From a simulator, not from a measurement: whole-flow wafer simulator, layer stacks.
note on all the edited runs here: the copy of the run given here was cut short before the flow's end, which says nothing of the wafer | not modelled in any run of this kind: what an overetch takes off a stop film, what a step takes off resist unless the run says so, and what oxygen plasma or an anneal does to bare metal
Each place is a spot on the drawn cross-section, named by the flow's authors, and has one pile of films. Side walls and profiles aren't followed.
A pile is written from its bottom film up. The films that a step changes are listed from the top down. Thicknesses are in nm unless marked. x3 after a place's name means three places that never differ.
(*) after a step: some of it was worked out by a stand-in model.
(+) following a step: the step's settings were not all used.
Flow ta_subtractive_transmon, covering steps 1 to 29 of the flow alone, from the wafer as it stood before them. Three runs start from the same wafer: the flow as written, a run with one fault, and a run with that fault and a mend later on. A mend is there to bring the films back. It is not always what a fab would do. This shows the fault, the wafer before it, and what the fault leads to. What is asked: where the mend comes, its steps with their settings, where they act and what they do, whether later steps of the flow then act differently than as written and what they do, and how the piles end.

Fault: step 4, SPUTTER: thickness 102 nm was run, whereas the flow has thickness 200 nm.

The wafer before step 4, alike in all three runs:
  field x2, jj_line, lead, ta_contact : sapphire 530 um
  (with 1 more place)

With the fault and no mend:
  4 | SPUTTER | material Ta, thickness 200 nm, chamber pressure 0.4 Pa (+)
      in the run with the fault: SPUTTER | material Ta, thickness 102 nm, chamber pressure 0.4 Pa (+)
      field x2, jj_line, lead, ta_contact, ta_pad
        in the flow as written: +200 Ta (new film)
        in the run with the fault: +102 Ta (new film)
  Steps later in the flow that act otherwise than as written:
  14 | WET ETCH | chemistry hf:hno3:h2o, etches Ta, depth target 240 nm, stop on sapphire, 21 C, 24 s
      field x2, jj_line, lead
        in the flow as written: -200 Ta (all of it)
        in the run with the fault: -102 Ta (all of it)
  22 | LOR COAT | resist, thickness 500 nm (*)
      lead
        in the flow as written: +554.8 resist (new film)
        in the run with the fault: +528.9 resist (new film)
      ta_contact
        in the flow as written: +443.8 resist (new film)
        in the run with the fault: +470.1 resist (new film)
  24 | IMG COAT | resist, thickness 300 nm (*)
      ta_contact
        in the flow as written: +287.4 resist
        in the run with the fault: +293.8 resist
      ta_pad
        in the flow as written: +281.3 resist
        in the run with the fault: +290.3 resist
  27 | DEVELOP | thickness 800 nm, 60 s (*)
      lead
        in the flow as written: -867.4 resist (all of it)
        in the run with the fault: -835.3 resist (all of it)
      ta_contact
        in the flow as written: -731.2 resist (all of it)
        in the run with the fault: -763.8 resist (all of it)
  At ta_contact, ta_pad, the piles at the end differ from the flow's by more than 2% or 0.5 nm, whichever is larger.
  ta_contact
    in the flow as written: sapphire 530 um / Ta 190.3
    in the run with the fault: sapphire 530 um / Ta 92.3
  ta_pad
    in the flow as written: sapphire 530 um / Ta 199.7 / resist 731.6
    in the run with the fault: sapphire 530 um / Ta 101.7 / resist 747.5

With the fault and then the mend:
  The mend stands after step 5.
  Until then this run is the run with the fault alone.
  5a | SPUTTER | material Ta, thickness 98 nm, chamber pressure 0.4 Pa (+) (a further turn of the flow's step 4, with different settings)
      field x2, jj_line, lead, ta_contact, ta_pad
        +98 Ta
  Later steps of the flow that are run all act as written at every place that is followed.
  At every place that both follow, the piles at the end match the flow's.
